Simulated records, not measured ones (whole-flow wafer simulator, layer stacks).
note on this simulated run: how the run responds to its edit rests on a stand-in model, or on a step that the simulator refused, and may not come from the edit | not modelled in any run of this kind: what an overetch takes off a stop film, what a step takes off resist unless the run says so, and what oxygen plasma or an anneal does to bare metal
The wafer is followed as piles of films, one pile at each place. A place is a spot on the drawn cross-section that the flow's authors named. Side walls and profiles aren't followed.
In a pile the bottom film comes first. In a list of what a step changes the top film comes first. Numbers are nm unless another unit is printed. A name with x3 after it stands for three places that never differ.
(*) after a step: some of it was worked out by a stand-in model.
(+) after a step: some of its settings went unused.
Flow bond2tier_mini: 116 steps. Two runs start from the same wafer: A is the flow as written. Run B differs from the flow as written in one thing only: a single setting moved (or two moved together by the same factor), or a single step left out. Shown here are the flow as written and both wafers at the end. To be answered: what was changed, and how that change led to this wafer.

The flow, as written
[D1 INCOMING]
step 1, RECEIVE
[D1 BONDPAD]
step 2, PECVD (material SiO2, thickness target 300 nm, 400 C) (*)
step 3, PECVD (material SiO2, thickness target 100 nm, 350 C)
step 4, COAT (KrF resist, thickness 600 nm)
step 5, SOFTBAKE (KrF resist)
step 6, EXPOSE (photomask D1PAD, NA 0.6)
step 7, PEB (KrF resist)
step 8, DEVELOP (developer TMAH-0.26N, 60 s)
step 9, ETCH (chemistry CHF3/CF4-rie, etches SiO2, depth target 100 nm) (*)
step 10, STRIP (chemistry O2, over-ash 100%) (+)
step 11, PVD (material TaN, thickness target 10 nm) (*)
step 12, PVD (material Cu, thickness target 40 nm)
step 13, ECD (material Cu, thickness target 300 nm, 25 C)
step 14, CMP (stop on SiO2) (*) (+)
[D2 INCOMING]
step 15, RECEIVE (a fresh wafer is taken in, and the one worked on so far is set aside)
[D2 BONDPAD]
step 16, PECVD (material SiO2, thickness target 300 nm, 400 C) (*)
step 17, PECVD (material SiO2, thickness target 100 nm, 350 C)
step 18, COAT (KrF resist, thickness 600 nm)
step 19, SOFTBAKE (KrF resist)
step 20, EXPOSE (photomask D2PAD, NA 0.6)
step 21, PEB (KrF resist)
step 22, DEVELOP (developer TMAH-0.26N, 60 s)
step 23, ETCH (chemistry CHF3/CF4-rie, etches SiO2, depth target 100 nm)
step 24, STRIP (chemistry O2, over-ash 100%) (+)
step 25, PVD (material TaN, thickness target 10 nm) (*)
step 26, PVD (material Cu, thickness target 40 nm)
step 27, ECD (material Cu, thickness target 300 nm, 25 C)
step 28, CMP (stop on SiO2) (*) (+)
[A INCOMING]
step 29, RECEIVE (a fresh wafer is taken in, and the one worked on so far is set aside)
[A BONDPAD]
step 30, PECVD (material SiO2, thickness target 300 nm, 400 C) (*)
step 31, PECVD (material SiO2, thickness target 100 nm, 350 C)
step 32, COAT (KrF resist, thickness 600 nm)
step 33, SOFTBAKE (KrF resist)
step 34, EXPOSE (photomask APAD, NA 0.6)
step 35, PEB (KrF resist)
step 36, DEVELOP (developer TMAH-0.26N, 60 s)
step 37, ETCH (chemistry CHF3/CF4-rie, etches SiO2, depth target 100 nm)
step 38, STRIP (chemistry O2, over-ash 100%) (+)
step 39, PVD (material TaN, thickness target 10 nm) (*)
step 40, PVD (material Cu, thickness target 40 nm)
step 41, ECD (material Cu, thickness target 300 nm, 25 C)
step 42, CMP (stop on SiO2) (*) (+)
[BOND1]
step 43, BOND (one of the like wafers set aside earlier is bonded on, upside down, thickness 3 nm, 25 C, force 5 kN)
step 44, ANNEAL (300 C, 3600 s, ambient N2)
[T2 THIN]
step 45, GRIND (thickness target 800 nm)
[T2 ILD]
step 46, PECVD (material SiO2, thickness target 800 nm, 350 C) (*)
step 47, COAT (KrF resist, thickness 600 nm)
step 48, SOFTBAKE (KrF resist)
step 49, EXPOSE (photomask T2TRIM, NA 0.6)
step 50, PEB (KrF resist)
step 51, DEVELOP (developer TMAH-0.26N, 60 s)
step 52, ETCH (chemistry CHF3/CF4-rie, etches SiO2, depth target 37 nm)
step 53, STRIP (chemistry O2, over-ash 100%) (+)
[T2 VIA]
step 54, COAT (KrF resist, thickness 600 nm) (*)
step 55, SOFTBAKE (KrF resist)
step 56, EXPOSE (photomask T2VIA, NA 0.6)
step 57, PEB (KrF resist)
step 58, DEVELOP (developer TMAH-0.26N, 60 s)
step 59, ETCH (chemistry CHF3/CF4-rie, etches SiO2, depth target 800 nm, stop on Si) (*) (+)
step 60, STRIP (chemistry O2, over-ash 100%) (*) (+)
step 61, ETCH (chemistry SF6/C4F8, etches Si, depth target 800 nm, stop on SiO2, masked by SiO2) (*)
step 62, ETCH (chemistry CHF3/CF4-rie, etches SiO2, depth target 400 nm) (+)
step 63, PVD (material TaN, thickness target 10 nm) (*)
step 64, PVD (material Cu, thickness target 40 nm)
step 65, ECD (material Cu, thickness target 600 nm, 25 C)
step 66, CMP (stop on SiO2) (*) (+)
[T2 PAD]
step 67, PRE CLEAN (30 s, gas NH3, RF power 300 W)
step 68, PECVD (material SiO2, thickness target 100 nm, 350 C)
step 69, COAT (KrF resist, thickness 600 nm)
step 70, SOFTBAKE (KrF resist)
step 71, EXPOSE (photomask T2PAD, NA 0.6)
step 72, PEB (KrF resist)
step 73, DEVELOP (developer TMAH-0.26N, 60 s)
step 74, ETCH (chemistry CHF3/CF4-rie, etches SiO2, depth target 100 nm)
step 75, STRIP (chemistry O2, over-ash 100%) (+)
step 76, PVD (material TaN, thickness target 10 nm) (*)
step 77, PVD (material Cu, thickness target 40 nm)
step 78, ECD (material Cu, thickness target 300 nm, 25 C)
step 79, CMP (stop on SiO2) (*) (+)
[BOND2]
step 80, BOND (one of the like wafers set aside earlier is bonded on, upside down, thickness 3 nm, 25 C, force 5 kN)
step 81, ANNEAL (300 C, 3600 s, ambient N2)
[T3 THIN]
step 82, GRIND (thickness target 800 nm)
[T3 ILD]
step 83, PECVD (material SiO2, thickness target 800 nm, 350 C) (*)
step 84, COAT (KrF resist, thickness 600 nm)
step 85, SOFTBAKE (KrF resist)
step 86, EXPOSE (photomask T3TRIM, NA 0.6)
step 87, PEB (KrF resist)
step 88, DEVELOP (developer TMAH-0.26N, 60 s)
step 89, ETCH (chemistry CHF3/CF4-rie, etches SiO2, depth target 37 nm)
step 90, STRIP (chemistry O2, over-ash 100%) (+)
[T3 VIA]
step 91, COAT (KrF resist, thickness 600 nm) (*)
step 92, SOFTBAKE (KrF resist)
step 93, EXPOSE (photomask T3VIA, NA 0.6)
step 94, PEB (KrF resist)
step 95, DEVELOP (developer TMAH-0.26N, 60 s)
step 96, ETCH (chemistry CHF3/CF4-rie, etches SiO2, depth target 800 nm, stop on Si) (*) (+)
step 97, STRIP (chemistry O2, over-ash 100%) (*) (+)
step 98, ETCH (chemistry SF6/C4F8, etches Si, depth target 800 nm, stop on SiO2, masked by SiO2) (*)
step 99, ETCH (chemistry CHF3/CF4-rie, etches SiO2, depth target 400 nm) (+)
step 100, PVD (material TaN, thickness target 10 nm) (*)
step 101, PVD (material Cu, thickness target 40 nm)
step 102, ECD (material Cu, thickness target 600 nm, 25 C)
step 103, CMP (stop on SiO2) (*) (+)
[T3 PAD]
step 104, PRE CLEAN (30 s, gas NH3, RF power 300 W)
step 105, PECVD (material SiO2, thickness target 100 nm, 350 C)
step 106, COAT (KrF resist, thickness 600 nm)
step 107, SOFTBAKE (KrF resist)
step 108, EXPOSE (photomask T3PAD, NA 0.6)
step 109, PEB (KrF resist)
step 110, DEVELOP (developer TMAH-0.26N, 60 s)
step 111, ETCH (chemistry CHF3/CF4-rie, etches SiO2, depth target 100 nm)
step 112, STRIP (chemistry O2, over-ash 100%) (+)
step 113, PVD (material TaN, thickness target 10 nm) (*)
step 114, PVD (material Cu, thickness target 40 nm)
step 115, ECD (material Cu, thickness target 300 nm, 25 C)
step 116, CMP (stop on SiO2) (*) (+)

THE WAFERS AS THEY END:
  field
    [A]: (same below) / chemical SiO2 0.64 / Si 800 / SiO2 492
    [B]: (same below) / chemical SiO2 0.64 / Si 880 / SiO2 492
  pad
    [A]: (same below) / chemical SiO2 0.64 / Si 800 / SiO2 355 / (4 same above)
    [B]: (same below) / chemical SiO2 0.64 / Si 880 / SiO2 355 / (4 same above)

What caused this: step 82, GRIND: thickness target 880 nm was run, whereas the flow has thickness target 800 nm.
The wafer itself shows it: field has Si 880, and step 82 as written asks for 800 nm.

The path from the change to this, step by step:
  step 82, GRIND (thickness target 800 nm)
      field, pad: A -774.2 um Si | B -774.12 um Si
